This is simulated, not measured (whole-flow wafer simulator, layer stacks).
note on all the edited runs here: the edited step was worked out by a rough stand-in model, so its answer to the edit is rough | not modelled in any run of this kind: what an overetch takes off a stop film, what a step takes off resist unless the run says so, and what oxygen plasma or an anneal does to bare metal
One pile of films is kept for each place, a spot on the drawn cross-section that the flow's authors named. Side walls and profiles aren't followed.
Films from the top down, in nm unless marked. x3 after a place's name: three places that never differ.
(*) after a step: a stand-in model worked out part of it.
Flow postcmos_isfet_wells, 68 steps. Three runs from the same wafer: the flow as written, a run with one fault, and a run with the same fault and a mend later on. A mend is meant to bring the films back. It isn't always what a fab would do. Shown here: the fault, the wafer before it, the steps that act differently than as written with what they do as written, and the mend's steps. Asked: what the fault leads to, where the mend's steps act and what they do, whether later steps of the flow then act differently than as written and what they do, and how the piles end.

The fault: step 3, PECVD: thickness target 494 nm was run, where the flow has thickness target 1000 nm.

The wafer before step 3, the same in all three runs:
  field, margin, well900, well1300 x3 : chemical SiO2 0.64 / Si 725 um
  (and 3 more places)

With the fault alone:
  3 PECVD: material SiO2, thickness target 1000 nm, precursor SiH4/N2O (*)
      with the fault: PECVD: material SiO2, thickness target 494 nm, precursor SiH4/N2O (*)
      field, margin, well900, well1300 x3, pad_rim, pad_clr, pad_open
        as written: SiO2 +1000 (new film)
        with the fault: SiO2 +494 (new film)
  No later step of the flow acts differently than as written at any place that is followed.
  At the end the piles differ from the flow's by more than 2% or 0.5 nm, whichever is larger, at field, margin, well900, well1300 x3, pad_rim, pad_clr, pad_open.
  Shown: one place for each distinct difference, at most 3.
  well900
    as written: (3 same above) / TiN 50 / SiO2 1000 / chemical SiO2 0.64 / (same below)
    with the fault: (3 same above) / TiN 50 / SiO2 494 / chemical SiO2 0.64 / (same below)
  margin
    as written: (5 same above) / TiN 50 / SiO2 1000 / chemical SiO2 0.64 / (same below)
    with the fault: (5 same above) / TiN 50 / SiO2 494 / chemical SiO2 0.64 / (same below)
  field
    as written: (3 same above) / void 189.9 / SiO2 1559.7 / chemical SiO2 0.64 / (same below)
    with the fault: (3 same above) / void 189.9 / SiO2 1053.7 / chemical SiO2 0.64 / (same below)

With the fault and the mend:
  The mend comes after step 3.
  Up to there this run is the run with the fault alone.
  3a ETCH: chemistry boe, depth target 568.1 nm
      field, margin, well900, well1300 x3, pad_rim, pad_clr, pad_open
        SiO2 -494 (all of it), chemical SiO2 -0.64 (all of it)
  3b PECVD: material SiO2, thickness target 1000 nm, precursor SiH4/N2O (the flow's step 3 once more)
      field, margin, well900, well1300 x3, pad_rim, pad_clr, pad_open
        SiO2 +1000 (new film)
  No later step of the flow acts differently than as written at any place that is followed.
  At the end the piles differ from the flow's by more than 2% or 0.5 nm, whichever is larger, at field, margin, well900, well1300 x3, pad_rim, pad_clr, pad_open.
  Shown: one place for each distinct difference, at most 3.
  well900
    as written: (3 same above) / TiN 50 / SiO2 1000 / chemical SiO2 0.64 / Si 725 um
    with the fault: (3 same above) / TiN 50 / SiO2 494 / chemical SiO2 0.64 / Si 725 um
    with the mend: (3 same above) / TiN 50 / SiO2 1000 / Si 725 um
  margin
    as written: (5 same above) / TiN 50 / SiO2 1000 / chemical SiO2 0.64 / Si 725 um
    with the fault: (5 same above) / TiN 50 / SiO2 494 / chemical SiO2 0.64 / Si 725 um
    with the mend: (5 same above) / TiN 50 / SiO2 1000 / Si 725 um
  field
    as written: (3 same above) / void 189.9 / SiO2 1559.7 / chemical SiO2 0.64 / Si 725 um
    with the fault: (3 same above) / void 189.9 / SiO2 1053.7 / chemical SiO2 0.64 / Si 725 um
    with the mend: (3 same above) / void 189.9 / SiO2 1559.7 / Si 725 um
